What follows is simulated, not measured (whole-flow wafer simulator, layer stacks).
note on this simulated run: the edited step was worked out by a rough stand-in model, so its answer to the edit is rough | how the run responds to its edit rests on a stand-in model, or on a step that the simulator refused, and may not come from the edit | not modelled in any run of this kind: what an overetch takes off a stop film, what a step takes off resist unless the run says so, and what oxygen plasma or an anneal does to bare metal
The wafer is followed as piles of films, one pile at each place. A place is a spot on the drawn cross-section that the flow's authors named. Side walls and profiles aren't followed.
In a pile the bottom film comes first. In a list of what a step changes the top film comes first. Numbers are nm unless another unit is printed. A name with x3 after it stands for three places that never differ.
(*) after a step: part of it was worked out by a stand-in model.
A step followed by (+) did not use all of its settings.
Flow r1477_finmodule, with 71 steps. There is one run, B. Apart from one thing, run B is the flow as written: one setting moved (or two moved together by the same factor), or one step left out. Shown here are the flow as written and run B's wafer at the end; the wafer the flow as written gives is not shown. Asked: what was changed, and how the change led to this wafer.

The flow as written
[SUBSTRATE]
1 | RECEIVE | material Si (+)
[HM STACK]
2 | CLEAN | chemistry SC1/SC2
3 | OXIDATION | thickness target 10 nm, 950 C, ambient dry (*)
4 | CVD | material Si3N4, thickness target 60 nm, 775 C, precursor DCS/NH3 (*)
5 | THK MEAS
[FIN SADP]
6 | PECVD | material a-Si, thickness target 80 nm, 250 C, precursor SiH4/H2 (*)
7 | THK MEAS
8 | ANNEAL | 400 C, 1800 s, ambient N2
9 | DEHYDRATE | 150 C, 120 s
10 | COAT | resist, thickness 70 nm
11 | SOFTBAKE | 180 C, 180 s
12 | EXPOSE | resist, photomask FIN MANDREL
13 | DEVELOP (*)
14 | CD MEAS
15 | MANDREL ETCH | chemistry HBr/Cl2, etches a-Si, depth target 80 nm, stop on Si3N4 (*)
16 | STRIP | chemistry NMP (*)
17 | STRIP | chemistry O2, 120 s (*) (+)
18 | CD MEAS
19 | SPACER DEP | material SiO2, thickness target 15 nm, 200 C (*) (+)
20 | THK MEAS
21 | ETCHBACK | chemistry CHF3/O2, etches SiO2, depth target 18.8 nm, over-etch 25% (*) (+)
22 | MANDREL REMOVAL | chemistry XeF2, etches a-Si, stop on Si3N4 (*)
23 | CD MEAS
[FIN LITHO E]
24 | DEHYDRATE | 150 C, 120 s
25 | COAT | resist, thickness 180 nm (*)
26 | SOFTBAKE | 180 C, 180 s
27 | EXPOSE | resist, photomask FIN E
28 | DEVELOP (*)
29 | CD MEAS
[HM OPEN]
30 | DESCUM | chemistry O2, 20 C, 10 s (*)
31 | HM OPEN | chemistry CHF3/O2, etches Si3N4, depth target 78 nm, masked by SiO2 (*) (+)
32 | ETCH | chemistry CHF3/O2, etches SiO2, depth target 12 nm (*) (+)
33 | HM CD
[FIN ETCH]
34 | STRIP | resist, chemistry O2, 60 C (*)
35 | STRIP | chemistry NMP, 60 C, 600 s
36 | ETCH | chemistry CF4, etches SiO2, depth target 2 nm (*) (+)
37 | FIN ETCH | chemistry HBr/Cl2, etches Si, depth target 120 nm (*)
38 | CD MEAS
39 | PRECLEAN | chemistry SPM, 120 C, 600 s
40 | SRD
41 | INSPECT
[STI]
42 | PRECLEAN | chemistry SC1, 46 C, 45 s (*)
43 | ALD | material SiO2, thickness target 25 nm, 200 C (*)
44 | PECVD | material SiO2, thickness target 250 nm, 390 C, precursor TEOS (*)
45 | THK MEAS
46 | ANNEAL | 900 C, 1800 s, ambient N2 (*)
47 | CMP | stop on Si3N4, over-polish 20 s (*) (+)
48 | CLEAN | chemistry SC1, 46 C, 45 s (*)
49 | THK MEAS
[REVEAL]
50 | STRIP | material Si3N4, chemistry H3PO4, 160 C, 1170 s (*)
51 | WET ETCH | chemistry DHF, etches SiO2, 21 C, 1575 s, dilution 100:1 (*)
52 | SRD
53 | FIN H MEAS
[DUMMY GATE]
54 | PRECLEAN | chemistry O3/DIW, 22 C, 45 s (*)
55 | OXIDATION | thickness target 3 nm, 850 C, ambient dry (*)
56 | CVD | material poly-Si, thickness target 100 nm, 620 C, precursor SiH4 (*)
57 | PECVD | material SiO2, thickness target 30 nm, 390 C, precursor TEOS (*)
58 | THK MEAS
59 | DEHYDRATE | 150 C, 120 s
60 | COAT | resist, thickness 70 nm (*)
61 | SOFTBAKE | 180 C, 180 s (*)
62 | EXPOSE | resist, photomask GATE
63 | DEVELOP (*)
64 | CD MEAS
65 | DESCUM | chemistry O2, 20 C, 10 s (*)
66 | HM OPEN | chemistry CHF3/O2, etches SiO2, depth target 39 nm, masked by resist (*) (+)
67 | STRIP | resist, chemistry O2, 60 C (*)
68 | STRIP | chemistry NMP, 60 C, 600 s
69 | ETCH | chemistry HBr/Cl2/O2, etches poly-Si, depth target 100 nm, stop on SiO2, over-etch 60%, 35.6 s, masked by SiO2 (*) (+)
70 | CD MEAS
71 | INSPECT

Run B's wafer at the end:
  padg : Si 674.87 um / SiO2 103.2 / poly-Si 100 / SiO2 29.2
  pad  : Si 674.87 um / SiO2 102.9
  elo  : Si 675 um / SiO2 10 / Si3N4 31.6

Cause: step 57, PECVD: thickness target 34.5 nm was run, whereas the flow has thickness target 30 nm.

The path from the change to this, step by step:
  57 | PECVD | material SiO2, thickness target 30 nm, 390 C, precursor TEOS (*)
      pad, padg, elg and 33 more: +34.5 SiO2 (new film) (as written it would have been: +30 SiO2 (new film))
  66 | HM OPEN | chemistry CHF3/O2, etches SiO2, depth target 39 nm, masked by resist (*) (+)
      pad, elo, eso and 15 more: -34.5 SiO2 (all of it), -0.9 poly-Si (as written it would have been: -30 SiO2 (all of it), -1.8 poly-Si)
